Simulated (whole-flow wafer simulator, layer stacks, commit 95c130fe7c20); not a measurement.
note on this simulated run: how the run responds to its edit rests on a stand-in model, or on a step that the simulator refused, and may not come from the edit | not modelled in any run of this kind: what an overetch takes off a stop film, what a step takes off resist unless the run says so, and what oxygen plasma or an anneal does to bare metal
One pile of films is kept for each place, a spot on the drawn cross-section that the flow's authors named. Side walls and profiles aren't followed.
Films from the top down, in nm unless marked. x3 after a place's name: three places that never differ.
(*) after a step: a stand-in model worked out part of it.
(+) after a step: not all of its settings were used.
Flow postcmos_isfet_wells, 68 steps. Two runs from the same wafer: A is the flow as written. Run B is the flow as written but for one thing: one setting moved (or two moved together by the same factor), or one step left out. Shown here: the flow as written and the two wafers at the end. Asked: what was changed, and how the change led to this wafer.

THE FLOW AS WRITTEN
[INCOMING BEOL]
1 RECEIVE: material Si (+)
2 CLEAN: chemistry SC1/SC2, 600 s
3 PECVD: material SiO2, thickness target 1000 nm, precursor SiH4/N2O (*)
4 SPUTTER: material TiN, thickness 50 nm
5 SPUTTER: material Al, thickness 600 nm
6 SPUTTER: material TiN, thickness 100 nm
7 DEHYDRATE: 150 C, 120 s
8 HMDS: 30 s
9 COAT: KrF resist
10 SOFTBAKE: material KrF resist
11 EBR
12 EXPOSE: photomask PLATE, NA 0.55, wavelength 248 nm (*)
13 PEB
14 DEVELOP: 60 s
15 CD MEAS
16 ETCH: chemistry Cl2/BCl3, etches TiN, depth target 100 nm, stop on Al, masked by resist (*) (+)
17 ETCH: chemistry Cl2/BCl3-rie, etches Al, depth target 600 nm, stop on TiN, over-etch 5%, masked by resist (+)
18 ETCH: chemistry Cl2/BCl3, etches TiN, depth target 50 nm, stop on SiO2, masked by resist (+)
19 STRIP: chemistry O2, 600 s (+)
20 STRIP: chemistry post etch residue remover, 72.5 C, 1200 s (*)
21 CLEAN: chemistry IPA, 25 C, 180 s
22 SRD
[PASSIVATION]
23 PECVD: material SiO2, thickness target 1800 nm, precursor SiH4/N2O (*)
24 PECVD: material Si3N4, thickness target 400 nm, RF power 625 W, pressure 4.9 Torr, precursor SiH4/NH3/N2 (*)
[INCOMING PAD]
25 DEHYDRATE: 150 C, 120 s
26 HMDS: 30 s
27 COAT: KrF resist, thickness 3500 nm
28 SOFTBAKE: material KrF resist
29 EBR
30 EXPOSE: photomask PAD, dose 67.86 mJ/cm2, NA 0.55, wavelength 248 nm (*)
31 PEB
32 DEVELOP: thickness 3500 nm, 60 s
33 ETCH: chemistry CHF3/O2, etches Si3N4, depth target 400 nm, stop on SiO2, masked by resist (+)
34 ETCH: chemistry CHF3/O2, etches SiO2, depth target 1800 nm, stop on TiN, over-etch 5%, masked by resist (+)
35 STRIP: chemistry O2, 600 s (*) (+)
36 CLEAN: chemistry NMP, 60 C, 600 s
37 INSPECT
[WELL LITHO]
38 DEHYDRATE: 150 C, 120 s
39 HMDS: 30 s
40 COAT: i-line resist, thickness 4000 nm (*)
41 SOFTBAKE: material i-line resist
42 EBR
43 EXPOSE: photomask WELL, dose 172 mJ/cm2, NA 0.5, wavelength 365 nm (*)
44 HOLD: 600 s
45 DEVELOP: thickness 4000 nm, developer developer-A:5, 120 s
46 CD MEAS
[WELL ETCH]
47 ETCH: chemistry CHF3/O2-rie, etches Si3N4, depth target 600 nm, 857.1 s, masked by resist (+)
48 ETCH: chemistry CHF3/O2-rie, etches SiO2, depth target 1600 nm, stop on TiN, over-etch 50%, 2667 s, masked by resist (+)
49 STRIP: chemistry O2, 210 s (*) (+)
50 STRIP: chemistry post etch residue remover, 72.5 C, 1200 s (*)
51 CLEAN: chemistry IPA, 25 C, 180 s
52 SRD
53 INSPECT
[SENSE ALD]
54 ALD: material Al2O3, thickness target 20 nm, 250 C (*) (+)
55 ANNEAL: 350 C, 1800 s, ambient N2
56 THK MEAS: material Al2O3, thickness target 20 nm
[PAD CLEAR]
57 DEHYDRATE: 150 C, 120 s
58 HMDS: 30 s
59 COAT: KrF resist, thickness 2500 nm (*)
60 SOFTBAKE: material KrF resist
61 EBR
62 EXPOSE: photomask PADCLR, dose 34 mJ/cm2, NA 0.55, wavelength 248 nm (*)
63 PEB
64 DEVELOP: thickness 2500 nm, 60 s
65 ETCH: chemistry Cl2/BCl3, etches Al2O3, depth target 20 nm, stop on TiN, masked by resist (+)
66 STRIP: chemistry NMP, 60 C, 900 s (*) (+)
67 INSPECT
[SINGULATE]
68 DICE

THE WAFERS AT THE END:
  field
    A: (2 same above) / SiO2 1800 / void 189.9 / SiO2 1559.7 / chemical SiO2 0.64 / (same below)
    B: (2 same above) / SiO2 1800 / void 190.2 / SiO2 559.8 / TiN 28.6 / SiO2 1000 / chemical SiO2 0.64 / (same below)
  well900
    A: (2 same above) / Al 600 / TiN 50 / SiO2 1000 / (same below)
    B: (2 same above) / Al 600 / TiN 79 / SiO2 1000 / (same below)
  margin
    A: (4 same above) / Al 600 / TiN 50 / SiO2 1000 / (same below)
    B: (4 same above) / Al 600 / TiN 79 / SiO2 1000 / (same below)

The cause: step 4, SPUTTER: thickness 79 nm was run, where the flow has thickness 50 nm.
It can be read off the wafer: well900 has TiN 79, and step 4 as written asks for 50 nm.

How the change led to this, step by step:
  4 SPUTTER: material TiN, thickness 50 nm
      field, margin, well900, well1300 x3, pad_rim, pad_clr, pad_open: A TiN +50 (new film) | B TiN +79 (new film)
  18 ETCH: chemistry Cl2/BCl3, etches TiN, depth target 50 nm, stop on SiO2, masked by resist (+)
      field: A TiN -50 (all of it) | B TiN -50
  23 PECVD: material SiO2, thickness target 1800 nm, precursor SiH4/N2O (*)
      field: A SiO2 +1800 (new film), void +189.9 (new film), SiO2 +559.7 | B SiO2 +1800 (new film), void +190.2 (new film), SiO2 +559.8 (new film)
Counting metal films that touch as one body, field has 1 body; the flow as written gives 0 bodies.
